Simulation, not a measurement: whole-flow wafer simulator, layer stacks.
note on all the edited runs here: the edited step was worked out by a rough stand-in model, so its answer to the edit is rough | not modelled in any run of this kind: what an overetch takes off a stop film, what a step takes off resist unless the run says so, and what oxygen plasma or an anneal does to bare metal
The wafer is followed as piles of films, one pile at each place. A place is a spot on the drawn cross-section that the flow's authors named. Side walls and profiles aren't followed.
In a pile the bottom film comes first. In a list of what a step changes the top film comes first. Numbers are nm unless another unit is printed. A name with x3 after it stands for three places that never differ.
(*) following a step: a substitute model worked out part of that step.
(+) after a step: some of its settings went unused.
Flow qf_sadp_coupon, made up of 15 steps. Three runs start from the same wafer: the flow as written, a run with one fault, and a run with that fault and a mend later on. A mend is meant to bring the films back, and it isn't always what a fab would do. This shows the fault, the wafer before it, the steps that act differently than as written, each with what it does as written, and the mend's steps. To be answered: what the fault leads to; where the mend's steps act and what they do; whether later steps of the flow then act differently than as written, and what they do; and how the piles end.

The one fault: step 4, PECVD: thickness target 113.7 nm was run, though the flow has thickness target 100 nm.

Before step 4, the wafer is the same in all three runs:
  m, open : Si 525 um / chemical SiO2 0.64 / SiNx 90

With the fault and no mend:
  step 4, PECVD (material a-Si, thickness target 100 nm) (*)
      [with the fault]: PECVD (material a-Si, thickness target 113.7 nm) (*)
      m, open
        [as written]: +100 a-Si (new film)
        [with the fault]: +113.7 a-Si (new film)
  Steps further on in the flow that do not act as written:
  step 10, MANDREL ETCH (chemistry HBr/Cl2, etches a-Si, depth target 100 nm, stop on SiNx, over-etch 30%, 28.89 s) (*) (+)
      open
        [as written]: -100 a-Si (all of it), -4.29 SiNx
        [with the fault]: -113.7 a-Si (all of it), -2.33 SiNx
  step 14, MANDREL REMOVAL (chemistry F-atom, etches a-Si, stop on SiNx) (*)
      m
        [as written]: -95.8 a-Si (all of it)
        [with the fault]: -109.5 a-Si (all of it)
  At open, the piles at the end differ from the flow's by more than 2% or 0.5 nm, whichever is larger.
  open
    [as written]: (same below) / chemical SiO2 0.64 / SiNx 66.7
    [with the fault]: (same below) / chemical SiO2 0.64 / SiNx 68.6

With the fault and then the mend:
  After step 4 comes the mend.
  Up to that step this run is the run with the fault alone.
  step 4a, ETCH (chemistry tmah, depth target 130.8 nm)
      m, open
        -113.7 a-Si (all of it)
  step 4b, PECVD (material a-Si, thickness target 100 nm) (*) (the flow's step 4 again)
      m, open
        +100 a-Si (new film)
  None of the later steps of the flow acts differently than as written at any place that is followed.
  By the end, the piles equal the flow's at every place that both follow.
